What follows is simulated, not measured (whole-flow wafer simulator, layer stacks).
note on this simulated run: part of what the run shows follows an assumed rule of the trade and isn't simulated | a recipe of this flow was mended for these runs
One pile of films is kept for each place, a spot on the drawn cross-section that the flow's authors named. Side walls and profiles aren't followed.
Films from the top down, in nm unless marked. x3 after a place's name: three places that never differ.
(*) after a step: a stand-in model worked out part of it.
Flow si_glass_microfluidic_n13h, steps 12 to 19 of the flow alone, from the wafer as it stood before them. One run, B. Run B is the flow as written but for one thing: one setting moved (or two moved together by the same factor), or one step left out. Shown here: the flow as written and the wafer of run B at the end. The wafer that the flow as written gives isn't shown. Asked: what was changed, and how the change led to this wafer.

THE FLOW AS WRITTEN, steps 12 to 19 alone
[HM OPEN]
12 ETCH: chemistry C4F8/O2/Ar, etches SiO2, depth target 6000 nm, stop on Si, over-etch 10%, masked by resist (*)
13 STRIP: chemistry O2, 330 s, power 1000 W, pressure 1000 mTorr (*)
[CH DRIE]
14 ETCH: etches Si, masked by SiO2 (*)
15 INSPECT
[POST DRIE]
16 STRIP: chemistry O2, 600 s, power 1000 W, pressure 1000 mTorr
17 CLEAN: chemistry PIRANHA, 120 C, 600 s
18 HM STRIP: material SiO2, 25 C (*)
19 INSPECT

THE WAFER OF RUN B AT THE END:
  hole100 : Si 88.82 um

The cause: step 12, ETCH: over-etch 12.3% was run, where the flow has over-etch 10%.

How the change led to this, step by step:
  12 ETCH: chemistry C4F8/O2/Ar, etches SiO2, depth target 6000 nm, stop on Si, over-etch 10%, masked by resist (*)
      land: thick-i-line-resist -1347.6 (as written it would be: thick-i-line-resist -1320)
      hole100: SiO2 -6000 (all of it), Si -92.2 (as written it would be: SiO2 -6000 (all of it), Si -75)
